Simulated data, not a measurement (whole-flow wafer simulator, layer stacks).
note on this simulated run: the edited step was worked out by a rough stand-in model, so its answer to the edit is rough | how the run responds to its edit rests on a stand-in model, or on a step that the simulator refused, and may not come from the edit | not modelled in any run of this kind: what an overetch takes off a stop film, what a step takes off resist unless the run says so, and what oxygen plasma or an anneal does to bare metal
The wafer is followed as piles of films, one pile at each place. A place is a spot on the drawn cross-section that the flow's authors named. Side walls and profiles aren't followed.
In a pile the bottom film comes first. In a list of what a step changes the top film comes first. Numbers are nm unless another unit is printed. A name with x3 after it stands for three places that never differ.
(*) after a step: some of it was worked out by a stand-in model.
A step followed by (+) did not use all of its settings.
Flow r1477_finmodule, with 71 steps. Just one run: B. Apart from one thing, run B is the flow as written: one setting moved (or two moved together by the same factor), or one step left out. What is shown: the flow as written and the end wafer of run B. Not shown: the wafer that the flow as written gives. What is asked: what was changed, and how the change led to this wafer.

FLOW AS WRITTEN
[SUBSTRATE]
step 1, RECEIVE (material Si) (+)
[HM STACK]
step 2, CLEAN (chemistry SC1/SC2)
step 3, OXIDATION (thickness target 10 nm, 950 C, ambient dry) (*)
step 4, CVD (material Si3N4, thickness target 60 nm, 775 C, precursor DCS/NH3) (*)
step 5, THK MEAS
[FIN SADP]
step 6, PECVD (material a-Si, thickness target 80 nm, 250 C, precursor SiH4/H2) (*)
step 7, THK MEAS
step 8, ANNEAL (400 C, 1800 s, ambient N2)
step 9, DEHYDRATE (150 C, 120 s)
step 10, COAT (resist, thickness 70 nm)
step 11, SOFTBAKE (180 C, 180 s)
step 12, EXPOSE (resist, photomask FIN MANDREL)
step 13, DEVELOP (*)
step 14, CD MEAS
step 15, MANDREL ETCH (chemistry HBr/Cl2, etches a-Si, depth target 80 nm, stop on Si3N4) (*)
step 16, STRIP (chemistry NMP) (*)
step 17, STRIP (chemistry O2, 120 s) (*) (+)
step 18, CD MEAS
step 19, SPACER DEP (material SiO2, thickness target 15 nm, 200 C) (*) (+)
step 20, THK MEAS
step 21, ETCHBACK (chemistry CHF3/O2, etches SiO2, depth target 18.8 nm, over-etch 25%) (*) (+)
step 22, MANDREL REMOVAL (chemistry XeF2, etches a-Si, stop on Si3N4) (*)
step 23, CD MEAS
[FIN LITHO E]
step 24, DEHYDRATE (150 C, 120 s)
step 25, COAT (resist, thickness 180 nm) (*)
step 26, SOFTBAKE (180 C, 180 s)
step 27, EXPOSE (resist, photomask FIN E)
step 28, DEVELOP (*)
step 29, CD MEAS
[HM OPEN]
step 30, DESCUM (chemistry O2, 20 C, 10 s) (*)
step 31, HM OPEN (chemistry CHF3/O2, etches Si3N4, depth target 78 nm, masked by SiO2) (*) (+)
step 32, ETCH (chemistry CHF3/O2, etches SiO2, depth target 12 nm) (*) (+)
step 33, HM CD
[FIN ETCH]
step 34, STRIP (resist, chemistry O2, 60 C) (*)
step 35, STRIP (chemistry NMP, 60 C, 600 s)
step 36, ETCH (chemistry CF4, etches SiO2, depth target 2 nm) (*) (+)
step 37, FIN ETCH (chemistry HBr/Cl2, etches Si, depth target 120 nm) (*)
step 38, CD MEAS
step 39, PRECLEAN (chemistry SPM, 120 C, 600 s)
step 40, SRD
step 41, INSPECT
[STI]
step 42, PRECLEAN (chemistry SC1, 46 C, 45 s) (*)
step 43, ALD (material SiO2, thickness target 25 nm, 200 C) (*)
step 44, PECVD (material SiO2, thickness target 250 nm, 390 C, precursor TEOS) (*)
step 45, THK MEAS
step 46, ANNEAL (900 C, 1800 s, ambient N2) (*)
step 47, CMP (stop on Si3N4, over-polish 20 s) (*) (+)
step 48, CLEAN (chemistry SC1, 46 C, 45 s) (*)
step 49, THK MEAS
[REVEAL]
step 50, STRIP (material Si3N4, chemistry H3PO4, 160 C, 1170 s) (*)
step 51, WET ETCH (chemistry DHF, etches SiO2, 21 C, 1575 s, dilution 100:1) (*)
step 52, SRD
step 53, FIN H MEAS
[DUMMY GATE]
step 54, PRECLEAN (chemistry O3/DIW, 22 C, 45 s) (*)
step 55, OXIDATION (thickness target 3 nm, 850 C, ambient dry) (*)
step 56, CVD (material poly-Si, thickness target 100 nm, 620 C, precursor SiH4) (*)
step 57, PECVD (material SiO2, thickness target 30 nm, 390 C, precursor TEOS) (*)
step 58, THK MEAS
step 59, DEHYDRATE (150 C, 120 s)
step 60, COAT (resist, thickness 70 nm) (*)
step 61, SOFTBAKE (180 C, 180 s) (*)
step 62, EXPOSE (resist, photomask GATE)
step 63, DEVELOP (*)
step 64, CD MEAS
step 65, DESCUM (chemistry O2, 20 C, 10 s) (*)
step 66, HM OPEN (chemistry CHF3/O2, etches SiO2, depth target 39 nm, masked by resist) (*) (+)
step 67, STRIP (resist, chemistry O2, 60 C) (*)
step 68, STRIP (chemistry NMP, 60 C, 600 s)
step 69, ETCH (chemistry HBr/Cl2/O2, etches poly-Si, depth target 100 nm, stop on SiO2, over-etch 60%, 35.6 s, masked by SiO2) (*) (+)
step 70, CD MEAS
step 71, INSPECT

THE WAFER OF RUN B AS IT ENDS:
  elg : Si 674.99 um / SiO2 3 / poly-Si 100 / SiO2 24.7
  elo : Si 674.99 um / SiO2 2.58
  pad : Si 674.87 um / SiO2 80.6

Cause: step 6, PECVD: thickness target 47.2 nm was run, whereas the flow has thickness target 80 nm.

How this came from the change, step by step:
  step 6, PECVD (material a-Si, thickness target 80 nm, 250 C, precursor SiH4/H2) (*)
      pad, padg, elg and 33 more: +47.2 a-Si (new film) (in the flow as written it would be: +80 a-Si (new film))
  step 15, MANDREL ETCH (chemistry HBr/Cl2, etches a-Si, depth target 80 nm, stop on Si3N4) (*)
      pad, padg, elg and 27 more: -47.2 a-Si (all of it) (in the flow as written it would be: -80 a-Si (all of it))
      s40cg, s45cg, s50cg, s40co, s45co, s50co: -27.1 resist (in the flow as written it would be: -30.7 resist)
  step 16, STRIP (chemistry NMP) (*)
      s40cg, s45cg, s50cg, s40co, s45co, s50co: -42.9 resist (all of it) (in the flow as written it would be: -39.3 resist (all of it))
  step 21, ETCHBACK (chemistry CHF3/O2, etches SiO2, depth target 18.8 nm, over-etch 25%) (*) (+)
      s40sg_line, s45sg_line, s50sg_line, s40so_line, s45so_line, s50so_line: +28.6 SiO2 (in the flow as written it would be: +61.4 SiO2)
  step 22, MANDREL REMOVAL (chemistry XeF2, etches a-Si, stop on Si3N4) (*)
      s40cg, s45cg, s50cg, s40co, s45co, s50co: -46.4 a-Si (all of it) (in the flow as written it would be: -79.2 a-Si (all of it))
  step 25, COAT (resist, thickness 180 nm) (*)
      s40cg, s40co: +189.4 resist (new film) (in the flow as written it would be: +197.6 resist (new film))
      s40sg, s40so: +193 resist (new film) (in the flow as written it would be: +201.2 resist (new film))
      (as well as at 14 more places)
  step 28, DEVELOP (*)
      s40cg, s40co: -189.4 resist (all of it) (in the flow as written it would be: -197.6 resist (all of it))
      s40sg, s40so: -193 resist (all of it) (in the flow as written it would be: -201.2 resist (all of it))
      (as well as at 14 more places)
  step 32, ETCH (chemistry CHF3/O2, etches SiO2, depth target 12 nm) (*) (+)
      s40sg_line, s45sg_line, s50sg_line, s40so_line, s45so_line, s50so_line: -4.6 SiO2 (all of it) (in the flow as written it would be: -12 SiO2)
      pad, padg, e40sg and 11 more: -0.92 Si (in the flow as written it would be: -2.4 Si)
      (as well as at 16 more places)
  step 34, STRIP (resist, chemistry O2, 60 C) (*)
      elg, e40lg, e100lg, e200lg, elo, e40lo, e100lo, e200lo: -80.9 resist (all of it) (in the flow as written it would be: -73.8 resist (all of it))
  step 36, ETCH (chemistry CF4, etches SiO2, depth target 2 nm) (*) (+)
      elg, e40lg, e100lg, e200lg, elo, e40lo, e100lo, e200lo: nothing (in the flow as written it would be: -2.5 Si3N4)
      s40sg_line, s45sg_line, s50sg_line, s40so_line, s45so_line, s50so_line: nothing (in the flow as written it would be: -2 SiO2)
  step 37, FIN ETCH (chemistry HBr/Cl2, etches Si, depth target 120 nm) (*)
      s40sg_line, s45sg_line, s50sg_line, s40so_line, s45so_line, s50so_line: -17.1 Si3N4 (in the flow as written it would be: -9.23 SiO2)
  step 43, ALD (material SiO2, thickness target 25 nm, 200 C) (*)
      s40sg_line, s45sg_line, s50sg_line, s40so_line, s45so_line, s50so_line: +25 SiO2 (new film) (in the flow as written it would be: +25 SiO2)
      s40cg, s45cg, s50cg, s40co, s45co, s50co: +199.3 SiO2 (new film) (in the flow as written it would be: +232.1 SiO2 (new film))
  step 47, CMP (stop on Si3N4, over-polish 20 s) (*) (+)
      elg, e40lg, e100lg, e200lg, elo, e40lo, e100lo, e200lo: -263.8 SiO2 (all of it), -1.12 Si3N4 (in the flow as written it would be: -241.6 SiO2)
      pad, padg, e40sg and 11 more: -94 SiO2 (in the flow as written it would be: -71.8 SiO2)
      (as well as at 14 more places)
  step 50, STRIP (material Si3N4, chemistry H3PO4, 160 C, 1170 s) (*)
      elg, e40lg, e100lg, e200lg, elo, e40lo, e100lo, e200lo: -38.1 Si3N4 (all of it), -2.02 SiO2 (in the flow as written it would be: -4.28 SiO2)
      s40sg_line, s45sg_line, s50sg_line, s40so_line, s45so_line, s50so_line: -38.1 Si3N4 (all of it), -2.02 SiO2 (in the flow as written it would be: -58.9 Si3N4 (all of it), -1.37 SiO2)
  step 51, WET ETCH (chemistry DHF, etches SiO2, 21 C, 1575 s, dilution 100:1) (*)
      elg, e40lg, e100lg, e200lg, elo, e40lo, e100lo, e200lo: -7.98 SiO2 (all of it) (in the flow as written it would be: -17.8 SiO2 (all of it), -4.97 Si3N4)
      s40sg_line, s45sg_line, s50sg_line, s40so_line, s45so_line, s50so_line: -7.98 SiO2 (all of it) (in the flow as written it would be: -8.63 SiO2 (all of it))
  step 54, PRECLEAN (chemistry O3/DIW, 22 C, 45 s) (*)
      elg, e40lg, e100lg, e200lg, elo, e40lo, e100lo, e200lo: +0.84 chemical SiO2 (new film), -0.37 Si (in the flow as written it would be: nothing)
  ... 5 further steps ...
  step 69, ETCH (chemistry HBr/Cl2/O2, etches poly-Si, depth target 100 nm, stop on SiO2, over-etch 60%, 35.6 s, masked by SiO2) (*) (+)
      s40co: -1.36 chemical SiO2 (all of it), -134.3 poly-Si (all of it), -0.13 SiO2 (in the flow as written it would be: -1.46 chemical SiO2 (all of it), -111.5 poly-Si (all of it), -0.24 SiO2)
      s45co: -1.36 chemical SiO2 (all of it), -134.3 poly-Si (all of it), -0.13 SiO2 (in the flow as written it would be: -1.46 chemical SiO2 (all of it), -110.9 poly-Si (all of it), -0.25 SiO2)
      (as well as at 1 more place)
